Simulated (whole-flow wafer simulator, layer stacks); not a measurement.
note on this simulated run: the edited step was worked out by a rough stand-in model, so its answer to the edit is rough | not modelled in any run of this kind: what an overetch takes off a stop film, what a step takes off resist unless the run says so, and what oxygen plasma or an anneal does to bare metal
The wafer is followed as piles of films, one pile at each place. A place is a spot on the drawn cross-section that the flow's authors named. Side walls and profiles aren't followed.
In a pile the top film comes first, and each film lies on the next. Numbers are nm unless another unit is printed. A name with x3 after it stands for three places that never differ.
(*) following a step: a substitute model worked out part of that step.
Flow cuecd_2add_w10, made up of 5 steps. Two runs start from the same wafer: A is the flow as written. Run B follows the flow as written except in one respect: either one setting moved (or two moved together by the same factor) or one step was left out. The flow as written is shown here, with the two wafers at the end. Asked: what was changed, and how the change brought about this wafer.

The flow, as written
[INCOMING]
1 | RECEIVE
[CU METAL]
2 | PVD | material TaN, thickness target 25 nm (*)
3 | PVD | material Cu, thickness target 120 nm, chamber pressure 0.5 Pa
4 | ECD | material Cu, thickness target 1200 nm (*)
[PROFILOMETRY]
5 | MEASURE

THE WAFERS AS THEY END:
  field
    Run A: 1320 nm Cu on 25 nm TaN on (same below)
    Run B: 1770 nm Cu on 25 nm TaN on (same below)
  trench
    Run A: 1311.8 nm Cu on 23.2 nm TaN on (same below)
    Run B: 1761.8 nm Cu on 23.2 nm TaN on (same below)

Cause: step 4, ECD: thickness target 1650 nm was run, whereas the flow has thickness target 1200 nm.

How this came from the change, step by step:
  4 | ECD | material Cu, thickness target 1200 nm (*)
      field, trench: A +1200 Cu | B +1650 Cu
